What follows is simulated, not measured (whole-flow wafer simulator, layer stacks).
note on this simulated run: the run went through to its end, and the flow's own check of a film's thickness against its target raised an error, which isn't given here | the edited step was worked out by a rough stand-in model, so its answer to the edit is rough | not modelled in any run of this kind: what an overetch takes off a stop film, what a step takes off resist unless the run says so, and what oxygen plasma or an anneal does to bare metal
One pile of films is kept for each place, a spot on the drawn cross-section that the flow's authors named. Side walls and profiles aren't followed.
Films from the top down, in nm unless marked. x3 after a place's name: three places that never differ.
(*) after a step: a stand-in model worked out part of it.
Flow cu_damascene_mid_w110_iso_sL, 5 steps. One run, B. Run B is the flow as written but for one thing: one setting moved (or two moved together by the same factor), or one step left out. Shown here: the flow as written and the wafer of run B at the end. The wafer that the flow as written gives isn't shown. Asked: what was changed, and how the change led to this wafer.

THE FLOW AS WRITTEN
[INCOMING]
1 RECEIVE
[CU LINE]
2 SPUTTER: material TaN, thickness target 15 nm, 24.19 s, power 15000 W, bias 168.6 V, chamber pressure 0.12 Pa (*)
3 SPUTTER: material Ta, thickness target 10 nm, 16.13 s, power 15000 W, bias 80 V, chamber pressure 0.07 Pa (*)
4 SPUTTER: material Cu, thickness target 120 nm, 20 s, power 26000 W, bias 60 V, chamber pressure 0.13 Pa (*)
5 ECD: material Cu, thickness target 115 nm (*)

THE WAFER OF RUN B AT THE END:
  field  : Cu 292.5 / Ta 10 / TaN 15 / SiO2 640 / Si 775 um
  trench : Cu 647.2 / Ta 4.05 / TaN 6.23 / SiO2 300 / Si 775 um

The cause: step 5, ECD: thickness target 172.5 nm was run, where the flow has thickness target 115 nm.

How the change led to this, step by step:
  5 ECD: material Cu, thickness target 115 nm (*)
      field: Cu +172.5 (as written it would be: Cu +115)
      trench: Cu +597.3 (as written it would be: Cu +539.8)
